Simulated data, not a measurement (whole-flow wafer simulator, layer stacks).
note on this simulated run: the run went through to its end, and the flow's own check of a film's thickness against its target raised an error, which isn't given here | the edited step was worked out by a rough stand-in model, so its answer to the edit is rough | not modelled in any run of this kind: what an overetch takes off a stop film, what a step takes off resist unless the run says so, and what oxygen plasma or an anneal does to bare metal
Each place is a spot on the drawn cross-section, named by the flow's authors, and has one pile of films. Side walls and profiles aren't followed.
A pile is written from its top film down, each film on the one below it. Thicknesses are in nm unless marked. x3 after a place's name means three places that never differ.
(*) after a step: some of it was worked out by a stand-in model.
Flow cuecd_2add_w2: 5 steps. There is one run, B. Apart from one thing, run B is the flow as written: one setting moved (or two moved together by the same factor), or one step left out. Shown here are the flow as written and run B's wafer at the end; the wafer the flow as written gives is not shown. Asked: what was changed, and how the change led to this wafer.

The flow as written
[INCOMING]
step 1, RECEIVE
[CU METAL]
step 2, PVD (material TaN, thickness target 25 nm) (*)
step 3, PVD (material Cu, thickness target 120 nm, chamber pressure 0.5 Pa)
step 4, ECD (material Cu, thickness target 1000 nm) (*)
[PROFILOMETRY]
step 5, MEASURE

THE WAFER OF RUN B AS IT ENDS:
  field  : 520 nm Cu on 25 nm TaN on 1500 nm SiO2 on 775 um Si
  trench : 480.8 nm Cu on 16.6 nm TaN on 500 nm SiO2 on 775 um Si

Cause: step 4, ECD: thickness target 400 nm was run, whereas the flow has thickness target 1000 nm.

Step by step, how the change led to this:
  step 4, ECD (material Cu, thickness target 1000 nm) (*)
      field: +400 Cu (in the flow as written it would be: +1000 Cu)
      trench: +400 Cu (in the flow as written it would be: +2047.6 Cu)
